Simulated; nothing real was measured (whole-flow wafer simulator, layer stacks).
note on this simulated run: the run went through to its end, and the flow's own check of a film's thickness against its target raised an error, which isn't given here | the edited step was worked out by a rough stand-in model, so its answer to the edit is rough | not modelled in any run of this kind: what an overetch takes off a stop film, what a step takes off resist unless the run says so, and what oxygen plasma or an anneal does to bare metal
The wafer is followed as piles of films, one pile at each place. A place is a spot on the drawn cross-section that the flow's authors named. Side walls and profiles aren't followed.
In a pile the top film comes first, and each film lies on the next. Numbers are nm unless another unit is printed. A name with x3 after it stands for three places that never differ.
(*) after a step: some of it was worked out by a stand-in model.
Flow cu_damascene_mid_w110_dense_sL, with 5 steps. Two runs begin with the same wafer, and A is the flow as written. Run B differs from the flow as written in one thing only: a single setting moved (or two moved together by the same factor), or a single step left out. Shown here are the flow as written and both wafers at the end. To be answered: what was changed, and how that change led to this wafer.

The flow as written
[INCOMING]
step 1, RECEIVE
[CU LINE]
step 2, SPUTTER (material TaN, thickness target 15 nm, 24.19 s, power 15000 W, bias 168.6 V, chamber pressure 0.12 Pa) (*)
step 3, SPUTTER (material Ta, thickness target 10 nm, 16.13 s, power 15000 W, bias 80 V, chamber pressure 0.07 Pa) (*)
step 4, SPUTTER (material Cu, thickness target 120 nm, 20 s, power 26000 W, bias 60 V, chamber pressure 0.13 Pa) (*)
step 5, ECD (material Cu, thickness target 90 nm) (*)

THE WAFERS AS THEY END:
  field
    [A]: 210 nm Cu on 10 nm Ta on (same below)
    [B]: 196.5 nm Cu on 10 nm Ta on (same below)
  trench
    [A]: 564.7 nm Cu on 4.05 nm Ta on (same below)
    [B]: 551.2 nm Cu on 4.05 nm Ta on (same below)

The reason: step 5, ECD: thickness target 76.5 nm was run, while the flow as written has thickness target 90 nm.

How this came from the change, step by step:
  step 5, ECD (material Cu, thickness target 90 nm) (*)
      field: A +90 Cu | B +76.5 Cu
      trench: A +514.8 Cu | B +501.3 Cu
